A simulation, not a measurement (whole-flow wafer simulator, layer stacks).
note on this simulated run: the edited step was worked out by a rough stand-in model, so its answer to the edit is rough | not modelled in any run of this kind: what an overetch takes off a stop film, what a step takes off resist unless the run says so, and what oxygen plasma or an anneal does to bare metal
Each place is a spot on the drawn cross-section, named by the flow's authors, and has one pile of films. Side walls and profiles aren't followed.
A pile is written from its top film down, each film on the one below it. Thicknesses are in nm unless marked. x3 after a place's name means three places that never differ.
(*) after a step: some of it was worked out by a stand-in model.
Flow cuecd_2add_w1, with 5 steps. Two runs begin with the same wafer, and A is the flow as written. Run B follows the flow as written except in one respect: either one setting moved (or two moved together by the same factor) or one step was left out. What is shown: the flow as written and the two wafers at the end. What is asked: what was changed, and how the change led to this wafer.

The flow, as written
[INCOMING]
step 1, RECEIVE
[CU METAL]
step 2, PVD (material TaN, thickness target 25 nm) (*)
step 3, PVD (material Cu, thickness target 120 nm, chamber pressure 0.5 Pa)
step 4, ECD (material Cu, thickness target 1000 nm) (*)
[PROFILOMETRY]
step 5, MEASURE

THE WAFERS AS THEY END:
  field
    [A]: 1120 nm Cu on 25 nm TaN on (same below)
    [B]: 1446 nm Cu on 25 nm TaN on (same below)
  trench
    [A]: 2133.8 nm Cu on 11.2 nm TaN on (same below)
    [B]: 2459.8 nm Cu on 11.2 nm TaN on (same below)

What caused this: step 4, ECD: thickness target 1326 nm was run, though the flow has thickness target 1000 nm.

The path from the change to this, step by step:
  step 4, ECD (material Cu, thickness target 1000 nm) (*)
      field: A +1000 Cu | B +1326 Cu
      trench: A +2080.2 Cu | B +2406.2 Cu
